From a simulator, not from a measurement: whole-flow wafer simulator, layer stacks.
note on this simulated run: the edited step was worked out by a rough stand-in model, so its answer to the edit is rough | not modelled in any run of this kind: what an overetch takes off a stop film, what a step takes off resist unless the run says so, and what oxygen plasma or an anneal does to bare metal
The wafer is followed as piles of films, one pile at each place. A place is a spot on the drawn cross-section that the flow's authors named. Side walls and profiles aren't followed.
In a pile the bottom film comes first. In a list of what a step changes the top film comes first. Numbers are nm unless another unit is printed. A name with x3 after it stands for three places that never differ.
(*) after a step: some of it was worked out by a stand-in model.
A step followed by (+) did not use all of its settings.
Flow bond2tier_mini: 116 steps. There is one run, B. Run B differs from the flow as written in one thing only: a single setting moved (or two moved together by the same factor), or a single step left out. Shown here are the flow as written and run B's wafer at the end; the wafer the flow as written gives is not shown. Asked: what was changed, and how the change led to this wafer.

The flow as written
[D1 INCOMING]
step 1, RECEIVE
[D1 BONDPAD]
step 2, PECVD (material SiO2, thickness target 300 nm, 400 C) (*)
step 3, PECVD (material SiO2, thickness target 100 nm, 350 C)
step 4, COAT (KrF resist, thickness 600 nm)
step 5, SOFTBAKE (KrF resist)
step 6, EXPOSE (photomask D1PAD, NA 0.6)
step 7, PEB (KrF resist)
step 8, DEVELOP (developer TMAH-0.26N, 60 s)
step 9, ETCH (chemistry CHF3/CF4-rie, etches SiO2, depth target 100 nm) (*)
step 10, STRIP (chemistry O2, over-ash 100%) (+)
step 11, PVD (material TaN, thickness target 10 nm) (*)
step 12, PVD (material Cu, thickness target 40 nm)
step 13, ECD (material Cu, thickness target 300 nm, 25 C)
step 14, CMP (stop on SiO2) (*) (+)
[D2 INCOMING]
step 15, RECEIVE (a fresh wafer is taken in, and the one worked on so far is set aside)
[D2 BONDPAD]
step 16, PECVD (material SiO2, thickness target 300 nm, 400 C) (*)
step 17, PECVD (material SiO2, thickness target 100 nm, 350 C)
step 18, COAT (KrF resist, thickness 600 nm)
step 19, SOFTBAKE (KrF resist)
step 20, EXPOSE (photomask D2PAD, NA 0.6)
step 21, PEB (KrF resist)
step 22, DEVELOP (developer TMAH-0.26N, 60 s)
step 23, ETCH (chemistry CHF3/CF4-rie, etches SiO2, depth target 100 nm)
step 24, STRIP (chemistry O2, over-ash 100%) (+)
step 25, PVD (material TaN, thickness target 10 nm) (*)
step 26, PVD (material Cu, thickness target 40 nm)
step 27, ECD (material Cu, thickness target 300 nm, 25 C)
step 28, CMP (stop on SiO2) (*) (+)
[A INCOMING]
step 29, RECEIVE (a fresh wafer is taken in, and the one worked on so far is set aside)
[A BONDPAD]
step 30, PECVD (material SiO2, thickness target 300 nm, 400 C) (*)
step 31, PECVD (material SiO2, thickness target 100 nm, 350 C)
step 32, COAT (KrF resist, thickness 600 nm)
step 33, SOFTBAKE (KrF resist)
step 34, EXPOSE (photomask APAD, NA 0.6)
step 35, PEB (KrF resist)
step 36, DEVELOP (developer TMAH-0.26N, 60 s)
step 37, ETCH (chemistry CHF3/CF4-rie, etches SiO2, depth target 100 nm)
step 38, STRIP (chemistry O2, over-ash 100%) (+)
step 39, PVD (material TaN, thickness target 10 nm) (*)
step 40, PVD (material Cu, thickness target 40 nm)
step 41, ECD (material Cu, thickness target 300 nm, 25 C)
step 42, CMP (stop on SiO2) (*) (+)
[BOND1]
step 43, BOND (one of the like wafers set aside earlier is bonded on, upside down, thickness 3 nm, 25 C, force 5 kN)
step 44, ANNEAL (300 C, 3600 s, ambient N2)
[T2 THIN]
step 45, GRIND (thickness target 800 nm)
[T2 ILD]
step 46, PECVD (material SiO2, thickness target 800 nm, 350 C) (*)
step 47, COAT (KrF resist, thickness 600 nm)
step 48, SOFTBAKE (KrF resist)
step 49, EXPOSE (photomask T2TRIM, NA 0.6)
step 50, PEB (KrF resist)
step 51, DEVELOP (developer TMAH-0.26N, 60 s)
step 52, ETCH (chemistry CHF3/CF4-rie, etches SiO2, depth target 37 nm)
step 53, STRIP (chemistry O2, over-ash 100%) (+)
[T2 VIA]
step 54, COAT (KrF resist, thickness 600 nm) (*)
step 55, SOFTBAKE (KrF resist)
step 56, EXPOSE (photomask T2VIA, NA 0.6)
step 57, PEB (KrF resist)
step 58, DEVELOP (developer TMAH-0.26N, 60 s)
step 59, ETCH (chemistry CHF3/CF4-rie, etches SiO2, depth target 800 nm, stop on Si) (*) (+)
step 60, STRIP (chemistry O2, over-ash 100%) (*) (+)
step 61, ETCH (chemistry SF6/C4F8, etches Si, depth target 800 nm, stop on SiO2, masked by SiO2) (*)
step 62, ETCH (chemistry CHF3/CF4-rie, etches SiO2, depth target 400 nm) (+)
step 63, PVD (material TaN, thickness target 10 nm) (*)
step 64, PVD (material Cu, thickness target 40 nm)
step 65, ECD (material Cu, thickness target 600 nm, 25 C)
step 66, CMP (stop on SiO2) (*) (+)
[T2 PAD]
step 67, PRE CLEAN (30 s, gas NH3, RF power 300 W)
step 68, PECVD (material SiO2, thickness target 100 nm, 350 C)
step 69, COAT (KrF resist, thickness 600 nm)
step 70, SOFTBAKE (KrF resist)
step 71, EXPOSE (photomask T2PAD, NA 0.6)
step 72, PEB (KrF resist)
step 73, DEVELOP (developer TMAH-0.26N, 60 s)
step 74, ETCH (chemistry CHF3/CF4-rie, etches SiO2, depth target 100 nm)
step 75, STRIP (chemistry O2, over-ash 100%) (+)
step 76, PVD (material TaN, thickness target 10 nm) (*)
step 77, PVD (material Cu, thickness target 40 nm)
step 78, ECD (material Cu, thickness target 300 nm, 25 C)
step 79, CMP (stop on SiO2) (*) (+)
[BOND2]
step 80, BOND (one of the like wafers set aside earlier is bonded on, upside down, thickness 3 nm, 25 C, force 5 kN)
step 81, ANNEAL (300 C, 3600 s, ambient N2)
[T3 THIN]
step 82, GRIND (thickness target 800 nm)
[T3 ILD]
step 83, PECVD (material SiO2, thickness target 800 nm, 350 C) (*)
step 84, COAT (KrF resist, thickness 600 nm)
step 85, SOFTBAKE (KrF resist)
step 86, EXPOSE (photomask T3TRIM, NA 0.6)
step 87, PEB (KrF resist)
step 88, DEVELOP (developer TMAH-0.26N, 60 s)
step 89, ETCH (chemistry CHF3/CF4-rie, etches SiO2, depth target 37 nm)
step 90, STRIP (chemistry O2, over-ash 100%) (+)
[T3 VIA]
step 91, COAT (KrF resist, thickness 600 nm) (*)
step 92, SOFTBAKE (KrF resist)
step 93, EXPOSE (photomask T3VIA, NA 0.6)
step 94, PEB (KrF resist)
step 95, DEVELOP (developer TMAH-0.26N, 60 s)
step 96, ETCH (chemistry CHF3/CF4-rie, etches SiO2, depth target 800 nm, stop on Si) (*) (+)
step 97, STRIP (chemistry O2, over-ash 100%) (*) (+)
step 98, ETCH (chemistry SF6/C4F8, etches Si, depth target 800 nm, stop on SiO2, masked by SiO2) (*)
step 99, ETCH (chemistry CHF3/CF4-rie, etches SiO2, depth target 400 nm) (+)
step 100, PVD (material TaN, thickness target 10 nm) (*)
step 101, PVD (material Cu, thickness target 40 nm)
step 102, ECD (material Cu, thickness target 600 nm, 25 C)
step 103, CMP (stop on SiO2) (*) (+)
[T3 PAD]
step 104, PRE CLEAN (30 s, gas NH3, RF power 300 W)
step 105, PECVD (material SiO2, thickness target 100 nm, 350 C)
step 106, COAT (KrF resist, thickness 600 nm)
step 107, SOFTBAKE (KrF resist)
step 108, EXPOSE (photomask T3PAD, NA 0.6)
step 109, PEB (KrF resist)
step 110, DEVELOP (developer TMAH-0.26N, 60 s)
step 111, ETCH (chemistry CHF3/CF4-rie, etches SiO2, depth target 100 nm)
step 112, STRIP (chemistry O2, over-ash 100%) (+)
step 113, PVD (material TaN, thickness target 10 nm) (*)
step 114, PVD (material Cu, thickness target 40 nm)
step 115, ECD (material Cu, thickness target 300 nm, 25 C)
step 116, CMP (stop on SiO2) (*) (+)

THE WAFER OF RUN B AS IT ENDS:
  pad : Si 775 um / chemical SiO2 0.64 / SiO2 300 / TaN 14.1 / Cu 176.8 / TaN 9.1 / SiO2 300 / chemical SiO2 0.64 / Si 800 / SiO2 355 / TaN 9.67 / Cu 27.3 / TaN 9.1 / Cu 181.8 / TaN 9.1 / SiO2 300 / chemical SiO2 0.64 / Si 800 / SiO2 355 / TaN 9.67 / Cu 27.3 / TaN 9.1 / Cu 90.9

The reason: step 39, PVD: thickness target 15.5 nm was run, whereas the flow has thickness target 10 nm.

The path from the change to this, step by step:
  step 39, PVD (material TaN, thickness target 10 nm) (*)
      field: +15.5 TaN (new film) (it would be, as written: +10 TaN (new film))
      pad: +14.1 TaN (new film) (it would be, as written: +9.1 TaN (new film))
      (also at 1 further place)
  step 42, CMP (stop on SiO2) (*) (+)
      field: -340 Cu (all of it), -15.5 TaN (all of it) (it would be, as written: -340 Cu (all of it), -10 TaN (all of it))
